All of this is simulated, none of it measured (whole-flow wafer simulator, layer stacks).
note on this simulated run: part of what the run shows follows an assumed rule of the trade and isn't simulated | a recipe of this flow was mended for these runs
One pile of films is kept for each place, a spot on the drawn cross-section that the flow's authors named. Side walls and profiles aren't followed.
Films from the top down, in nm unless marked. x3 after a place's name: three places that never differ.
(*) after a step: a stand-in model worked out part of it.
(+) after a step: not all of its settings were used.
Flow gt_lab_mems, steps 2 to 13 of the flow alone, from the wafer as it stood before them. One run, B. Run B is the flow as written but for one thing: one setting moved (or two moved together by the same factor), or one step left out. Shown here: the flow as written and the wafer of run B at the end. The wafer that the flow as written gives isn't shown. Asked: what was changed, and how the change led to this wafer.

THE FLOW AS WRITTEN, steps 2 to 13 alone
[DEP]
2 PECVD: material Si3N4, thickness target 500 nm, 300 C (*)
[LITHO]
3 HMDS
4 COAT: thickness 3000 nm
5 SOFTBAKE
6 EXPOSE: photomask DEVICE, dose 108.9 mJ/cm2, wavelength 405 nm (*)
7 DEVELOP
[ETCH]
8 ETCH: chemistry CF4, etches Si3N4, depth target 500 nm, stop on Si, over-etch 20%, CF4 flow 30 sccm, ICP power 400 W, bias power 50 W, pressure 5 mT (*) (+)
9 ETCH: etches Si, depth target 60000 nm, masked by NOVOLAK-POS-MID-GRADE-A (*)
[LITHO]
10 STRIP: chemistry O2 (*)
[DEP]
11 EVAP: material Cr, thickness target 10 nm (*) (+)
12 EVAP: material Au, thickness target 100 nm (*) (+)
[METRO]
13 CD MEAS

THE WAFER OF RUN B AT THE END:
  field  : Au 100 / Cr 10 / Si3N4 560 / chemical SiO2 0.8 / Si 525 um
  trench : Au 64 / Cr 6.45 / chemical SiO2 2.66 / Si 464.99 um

The cause: step 2, PECVD: thickness target 560 nm was run, where the flow has thickness target 500 nm; step 8, ETCH: depth target 560 nm was run, where the flow has depth target 500 nm.
It can be read off the wafer: field has Si3N4 560, and step 2 as written asks for 500 nm.

How the change led to this, step by step:
  2 PECVD: material Si3N4, thickness target 500 nm, 300 C (*)
      field, trench: Si3N4 +560 (new film) (as written it would be: Si3N4 +500 (new film))
  8 ETCH: chemistry CF4, etches Si3N4, depth target 500 nm, stop on Si, over-etch 20%, CF4 flow 30 sccm, ICP power 400 W, bias power 50 W, pressure 5 mT (*) (+)
      field: g/i-line-resist -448 (as written it would be: g/i-line-resist -400)
      trench: Si3N4 -560 (all of it), chemical SiO2 -0.8 (all of it), Si -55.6 (as written it would be: Si3N4 -500 (all of it), chemical SiO2 -0.8 (all of it), Si -49.6)
  10 STRIP: chemistry O2 (*)
      field: g/i-line-resist -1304 (all of it) (as written it would be: g/i-line-resist -1352 (all of it))
